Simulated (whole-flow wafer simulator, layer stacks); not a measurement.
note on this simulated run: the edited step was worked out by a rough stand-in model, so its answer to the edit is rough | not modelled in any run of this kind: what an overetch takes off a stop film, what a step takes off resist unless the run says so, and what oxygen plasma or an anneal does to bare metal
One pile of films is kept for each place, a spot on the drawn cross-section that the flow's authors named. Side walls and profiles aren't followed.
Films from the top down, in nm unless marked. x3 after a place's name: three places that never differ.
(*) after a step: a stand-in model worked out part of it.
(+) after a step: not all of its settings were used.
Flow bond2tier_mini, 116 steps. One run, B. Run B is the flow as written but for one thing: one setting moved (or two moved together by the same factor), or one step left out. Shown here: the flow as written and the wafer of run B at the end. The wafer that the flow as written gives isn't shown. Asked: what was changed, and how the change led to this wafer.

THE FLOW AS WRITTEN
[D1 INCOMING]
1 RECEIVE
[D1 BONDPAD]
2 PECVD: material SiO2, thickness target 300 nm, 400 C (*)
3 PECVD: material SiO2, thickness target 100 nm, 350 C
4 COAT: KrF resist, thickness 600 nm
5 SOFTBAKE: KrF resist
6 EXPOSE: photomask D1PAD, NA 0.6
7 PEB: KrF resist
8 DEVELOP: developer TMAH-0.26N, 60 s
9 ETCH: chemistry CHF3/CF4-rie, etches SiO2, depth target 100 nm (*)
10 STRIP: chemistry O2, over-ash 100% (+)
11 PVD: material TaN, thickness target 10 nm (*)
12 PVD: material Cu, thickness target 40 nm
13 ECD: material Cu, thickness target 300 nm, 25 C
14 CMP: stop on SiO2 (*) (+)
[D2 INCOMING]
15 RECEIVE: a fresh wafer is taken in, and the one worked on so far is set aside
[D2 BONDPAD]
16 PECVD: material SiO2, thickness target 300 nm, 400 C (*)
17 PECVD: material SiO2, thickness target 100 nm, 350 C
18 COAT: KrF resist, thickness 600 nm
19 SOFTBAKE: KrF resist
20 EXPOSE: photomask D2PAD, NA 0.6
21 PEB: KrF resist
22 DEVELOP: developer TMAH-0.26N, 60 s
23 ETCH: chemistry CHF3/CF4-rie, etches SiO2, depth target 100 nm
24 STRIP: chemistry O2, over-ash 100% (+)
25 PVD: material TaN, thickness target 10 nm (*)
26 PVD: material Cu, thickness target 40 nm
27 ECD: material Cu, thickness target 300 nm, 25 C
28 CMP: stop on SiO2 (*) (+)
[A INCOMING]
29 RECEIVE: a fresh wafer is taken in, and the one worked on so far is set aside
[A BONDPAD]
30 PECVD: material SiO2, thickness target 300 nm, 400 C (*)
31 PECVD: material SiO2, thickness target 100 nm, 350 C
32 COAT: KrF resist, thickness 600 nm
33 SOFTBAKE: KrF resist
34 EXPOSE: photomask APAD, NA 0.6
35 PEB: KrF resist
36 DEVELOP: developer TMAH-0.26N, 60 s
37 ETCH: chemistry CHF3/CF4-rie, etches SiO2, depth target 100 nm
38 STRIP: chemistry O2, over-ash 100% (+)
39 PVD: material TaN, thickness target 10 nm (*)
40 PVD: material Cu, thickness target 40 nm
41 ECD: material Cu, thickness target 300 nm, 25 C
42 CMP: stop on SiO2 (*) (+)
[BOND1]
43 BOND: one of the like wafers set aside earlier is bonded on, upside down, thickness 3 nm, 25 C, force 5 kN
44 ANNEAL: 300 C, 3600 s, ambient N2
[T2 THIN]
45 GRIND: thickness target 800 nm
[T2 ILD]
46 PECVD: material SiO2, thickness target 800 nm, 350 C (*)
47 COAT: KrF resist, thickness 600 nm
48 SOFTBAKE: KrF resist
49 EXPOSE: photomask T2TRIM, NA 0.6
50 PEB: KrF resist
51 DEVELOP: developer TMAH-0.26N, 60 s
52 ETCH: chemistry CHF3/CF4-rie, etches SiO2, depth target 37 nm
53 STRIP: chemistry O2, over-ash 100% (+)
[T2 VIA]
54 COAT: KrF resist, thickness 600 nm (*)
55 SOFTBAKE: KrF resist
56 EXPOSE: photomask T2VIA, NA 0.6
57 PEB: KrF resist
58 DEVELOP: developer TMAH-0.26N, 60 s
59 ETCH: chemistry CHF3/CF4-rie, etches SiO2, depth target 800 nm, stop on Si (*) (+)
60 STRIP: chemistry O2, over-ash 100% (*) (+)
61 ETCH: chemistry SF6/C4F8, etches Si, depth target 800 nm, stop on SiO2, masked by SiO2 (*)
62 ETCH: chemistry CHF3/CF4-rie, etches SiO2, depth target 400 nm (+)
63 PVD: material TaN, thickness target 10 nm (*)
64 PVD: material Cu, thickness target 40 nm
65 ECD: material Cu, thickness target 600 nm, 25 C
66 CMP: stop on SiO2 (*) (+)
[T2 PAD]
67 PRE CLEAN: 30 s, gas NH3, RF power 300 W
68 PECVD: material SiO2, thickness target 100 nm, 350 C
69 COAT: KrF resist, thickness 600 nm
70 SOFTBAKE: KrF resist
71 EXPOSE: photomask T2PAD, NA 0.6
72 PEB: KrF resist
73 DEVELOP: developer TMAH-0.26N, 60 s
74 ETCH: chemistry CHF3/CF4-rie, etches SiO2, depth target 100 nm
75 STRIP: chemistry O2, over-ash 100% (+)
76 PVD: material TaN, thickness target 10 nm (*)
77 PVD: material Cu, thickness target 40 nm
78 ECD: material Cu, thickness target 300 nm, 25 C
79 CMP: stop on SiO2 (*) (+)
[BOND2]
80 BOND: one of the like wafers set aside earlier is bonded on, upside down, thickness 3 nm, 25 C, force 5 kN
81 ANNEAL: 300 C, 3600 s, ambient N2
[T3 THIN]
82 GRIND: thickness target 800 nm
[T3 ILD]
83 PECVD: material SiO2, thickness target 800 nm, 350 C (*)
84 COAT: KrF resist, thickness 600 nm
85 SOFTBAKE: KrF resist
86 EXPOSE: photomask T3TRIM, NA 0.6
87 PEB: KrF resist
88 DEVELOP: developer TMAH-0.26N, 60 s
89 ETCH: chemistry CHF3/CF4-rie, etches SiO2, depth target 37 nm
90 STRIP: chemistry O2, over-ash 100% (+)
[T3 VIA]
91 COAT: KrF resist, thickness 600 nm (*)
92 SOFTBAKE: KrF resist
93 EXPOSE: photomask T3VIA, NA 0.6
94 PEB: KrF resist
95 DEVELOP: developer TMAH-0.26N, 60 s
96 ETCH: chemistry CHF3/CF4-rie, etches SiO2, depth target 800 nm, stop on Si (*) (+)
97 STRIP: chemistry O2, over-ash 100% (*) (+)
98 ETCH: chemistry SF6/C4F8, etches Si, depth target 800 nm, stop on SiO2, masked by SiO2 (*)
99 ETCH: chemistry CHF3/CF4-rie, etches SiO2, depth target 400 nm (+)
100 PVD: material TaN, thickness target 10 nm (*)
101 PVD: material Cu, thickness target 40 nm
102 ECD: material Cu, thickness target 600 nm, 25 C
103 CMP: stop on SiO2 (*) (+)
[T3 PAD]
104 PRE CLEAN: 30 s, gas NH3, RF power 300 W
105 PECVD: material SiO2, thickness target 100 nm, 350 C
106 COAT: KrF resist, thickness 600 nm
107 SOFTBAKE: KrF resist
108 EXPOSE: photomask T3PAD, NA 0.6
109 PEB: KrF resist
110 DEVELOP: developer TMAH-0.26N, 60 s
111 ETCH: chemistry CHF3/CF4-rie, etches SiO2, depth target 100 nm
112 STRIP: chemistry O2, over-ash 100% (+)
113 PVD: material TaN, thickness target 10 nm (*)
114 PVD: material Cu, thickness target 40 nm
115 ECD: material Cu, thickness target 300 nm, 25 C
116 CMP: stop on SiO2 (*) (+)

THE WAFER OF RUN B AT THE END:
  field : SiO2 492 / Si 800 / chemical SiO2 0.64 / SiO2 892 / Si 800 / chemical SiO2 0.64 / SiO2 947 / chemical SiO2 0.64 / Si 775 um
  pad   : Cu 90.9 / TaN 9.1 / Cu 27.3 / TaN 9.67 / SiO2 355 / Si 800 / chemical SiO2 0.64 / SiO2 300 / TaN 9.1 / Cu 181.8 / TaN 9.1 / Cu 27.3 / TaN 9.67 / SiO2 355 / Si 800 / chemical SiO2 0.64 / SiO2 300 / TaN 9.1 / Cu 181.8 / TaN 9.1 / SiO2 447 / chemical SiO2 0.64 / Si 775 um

The cause: step 30, PECVD: thickness target 447 nm was run, where the flow has thickness target 300 nm.
It can be read off the wafer: pad has SiO2 447, and step 30 as written asks for 300 nm.

How the change led to this, step by step:
  30 PECVD: material SiO2, thickness target 300 nm, 400 C (*)
      field, pad, via: SiO2 +447 (new film) (as written it would be: SiO2 +300 (new film))
